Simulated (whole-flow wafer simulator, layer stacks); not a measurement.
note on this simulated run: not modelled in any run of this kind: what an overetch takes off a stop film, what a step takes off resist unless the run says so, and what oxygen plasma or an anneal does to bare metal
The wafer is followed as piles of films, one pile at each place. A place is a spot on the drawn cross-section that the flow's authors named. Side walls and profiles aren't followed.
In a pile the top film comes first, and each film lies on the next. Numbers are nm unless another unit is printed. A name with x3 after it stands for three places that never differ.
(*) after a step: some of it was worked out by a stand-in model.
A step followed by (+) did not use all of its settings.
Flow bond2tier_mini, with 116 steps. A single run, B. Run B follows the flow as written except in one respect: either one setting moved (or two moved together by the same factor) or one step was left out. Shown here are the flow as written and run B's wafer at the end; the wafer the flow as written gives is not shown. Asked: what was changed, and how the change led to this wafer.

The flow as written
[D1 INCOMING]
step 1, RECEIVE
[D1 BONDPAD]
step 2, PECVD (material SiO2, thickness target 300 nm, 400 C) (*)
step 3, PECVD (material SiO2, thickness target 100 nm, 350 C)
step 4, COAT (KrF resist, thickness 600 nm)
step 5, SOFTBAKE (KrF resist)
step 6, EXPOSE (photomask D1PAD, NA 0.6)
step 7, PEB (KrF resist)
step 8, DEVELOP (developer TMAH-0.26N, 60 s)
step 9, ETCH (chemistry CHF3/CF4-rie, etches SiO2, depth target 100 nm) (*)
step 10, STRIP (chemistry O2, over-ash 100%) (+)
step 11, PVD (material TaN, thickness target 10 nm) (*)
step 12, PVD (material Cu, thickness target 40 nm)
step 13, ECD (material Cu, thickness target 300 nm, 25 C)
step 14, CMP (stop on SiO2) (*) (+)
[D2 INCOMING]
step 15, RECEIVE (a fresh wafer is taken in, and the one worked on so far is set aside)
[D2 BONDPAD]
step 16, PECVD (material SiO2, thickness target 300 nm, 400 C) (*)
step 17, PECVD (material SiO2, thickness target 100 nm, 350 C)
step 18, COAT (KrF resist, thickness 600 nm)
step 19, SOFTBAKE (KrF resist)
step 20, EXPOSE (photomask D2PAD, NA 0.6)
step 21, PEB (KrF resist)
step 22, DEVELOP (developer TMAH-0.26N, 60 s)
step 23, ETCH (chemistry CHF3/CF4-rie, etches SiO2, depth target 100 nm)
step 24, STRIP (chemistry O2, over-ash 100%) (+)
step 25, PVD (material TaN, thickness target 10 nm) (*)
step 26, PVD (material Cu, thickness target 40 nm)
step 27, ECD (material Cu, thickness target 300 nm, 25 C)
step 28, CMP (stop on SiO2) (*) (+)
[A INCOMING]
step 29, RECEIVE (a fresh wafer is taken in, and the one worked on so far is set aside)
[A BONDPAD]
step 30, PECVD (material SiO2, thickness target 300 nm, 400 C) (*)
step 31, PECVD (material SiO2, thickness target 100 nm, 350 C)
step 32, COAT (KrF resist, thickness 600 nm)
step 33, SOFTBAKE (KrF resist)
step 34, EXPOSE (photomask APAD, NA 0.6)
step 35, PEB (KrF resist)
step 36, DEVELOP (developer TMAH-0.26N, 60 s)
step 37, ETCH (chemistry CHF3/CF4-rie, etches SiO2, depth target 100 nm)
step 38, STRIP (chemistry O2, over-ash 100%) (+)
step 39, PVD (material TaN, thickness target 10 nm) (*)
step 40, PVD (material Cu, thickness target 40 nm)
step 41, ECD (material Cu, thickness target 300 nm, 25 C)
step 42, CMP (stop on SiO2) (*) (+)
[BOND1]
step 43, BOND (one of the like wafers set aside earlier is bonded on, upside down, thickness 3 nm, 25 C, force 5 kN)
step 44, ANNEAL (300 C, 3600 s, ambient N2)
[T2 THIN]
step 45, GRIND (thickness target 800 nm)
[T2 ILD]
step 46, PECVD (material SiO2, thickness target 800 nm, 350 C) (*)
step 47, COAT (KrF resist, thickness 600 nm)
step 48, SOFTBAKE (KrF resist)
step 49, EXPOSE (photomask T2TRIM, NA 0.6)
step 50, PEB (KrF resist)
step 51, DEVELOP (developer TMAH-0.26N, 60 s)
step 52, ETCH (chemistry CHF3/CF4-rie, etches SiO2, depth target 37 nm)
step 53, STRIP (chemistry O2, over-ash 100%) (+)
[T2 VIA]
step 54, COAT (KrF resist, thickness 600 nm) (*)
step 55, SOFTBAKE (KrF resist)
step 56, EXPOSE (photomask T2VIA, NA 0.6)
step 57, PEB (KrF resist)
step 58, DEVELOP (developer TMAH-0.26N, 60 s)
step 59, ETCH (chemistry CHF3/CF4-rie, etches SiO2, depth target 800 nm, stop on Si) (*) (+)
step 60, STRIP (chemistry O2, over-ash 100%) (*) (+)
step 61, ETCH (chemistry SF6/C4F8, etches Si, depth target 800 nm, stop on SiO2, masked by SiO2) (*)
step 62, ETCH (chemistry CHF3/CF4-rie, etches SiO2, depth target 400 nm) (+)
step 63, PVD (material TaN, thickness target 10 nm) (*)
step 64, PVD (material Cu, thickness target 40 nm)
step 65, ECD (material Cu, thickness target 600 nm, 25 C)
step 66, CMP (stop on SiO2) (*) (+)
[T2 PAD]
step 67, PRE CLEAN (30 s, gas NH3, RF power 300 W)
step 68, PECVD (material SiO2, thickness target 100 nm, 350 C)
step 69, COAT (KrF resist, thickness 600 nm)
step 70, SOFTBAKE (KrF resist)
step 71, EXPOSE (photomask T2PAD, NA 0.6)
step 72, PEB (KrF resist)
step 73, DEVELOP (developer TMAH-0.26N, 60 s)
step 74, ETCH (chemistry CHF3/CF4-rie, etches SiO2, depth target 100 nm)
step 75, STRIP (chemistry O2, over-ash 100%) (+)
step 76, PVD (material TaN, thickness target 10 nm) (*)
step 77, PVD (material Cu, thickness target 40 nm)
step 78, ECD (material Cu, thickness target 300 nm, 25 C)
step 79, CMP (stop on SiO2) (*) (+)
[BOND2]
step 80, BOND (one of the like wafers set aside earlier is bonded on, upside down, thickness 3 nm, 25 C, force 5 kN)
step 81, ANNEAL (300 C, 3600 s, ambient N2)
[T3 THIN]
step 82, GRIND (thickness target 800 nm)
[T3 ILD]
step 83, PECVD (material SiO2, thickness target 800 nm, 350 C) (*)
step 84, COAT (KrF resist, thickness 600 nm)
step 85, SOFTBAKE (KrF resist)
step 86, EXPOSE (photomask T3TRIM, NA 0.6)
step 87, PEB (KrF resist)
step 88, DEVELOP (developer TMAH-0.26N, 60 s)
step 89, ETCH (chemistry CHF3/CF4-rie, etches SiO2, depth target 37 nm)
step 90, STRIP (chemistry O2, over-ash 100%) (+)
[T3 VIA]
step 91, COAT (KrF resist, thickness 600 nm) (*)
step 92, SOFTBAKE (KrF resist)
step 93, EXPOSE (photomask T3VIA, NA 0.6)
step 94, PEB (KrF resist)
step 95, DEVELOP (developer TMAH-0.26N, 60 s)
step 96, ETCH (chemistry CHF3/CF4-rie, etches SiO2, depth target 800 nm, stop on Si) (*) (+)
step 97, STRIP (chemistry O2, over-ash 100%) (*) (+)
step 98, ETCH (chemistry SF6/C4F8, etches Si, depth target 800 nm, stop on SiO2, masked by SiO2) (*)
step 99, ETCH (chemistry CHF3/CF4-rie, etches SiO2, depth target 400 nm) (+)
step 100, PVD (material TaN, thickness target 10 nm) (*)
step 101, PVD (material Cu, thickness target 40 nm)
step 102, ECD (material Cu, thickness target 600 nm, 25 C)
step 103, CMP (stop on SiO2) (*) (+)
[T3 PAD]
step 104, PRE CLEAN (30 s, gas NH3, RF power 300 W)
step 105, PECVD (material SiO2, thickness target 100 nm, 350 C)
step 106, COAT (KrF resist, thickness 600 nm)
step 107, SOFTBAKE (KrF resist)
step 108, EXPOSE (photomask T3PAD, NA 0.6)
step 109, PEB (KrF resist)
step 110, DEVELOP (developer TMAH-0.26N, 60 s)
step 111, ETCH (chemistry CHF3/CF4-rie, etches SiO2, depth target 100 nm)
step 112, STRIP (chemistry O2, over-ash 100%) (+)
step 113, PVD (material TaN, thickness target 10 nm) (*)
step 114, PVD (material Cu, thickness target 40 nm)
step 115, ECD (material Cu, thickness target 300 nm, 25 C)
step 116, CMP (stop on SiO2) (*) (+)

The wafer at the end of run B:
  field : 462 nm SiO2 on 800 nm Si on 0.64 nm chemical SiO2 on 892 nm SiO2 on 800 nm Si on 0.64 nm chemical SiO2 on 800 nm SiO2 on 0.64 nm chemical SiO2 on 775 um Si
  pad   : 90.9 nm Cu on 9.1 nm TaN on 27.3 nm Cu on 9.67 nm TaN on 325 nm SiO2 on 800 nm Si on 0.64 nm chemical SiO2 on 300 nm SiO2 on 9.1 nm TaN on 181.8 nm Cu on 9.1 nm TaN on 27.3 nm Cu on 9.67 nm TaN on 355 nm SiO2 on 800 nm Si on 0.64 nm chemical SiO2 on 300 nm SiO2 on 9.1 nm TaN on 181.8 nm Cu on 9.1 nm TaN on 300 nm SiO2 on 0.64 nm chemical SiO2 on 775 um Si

The reason: step 99, ETCH: depth target 430 nm was run, whereas the flow has depth target 400 nm.

Step by step, how the change led to this:
  step 99, ETCH (chemistry CHF3/CF4-rie, etches SiO2, depth target 400 nm) (+)
      field, pad: -430 SiO2 (as written it would have been: -400 SiO2)
